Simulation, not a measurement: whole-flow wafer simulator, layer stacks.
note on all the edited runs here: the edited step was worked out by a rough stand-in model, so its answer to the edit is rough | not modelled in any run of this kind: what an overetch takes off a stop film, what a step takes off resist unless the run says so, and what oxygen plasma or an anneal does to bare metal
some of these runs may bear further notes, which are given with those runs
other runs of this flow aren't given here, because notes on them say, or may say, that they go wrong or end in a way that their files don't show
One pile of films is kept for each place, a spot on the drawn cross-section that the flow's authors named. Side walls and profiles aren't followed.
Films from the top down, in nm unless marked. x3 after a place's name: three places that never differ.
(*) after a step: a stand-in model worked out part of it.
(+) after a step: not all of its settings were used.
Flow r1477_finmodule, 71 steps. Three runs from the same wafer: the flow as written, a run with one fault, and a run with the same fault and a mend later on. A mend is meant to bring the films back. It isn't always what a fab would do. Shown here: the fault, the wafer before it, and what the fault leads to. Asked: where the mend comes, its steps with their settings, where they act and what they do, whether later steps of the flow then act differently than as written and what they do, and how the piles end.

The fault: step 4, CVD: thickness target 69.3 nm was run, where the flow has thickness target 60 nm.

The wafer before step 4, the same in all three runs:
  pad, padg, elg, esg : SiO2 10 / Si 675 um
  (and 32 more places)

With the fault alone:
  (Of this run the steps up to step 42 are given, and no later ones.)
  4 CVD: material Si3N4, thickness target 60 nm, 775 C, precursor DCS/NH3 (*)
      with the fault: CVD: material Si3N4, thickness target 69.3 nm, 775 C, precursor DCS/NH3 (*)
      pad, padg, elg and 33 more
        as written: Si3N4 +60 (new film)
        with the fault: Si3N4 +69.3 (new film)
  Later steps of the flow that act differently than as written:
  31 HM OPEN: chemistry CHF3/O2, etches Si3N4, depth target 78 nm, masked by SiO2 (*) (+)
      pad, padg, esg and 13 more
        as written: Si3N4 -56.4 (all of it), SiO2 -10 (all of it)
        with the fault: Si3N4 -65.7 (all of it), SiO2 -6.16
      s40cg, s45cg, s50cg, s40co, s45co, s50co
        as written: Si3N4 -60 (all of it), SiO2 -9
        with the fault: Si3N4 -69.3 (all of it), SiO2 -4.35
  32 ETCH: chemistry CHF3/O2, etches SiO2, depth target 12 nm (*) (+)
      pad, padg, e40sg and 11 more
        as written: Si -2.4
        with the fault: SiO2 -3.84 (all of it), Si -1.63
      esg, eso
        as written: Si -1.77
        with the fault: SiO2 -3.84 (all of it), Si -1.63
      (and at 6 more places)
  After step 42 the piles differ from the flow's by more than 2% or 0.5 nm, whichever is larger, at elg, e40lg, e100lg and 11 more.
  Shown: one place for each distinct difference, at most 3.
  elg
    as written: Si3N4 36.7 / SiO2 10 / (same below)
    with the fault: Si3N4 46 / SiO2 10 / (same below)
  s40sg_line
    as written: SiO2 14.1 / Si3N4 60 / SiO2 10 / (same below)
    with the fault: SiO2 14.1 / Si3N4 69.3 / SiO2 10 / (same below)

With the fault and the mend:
  The mend comes after step 5.
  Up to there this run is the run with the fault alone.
  5a ETCH: chemistry h3po4, depth target 79.69 nm
      pad, padg, elg and 33 more
        Si3N4 -69.3 (all of it)
  5b CLEAN: chemistry SC1/SC2 (the flow's step 2 once more)
      changes no film at any place that is followed
  5c CVD: material Si3N4, thickness target 60 nm, 775 C, precursor DCS/NH3 (*) (the flow's step 4 once more)
      pad, padg, elg and 33 more
        Si3N4 +60 (new film)
  No later step of the flow acts differently than as written at any place that is followed.
  At the end the piles are the same as the flow's at every place that both follow.
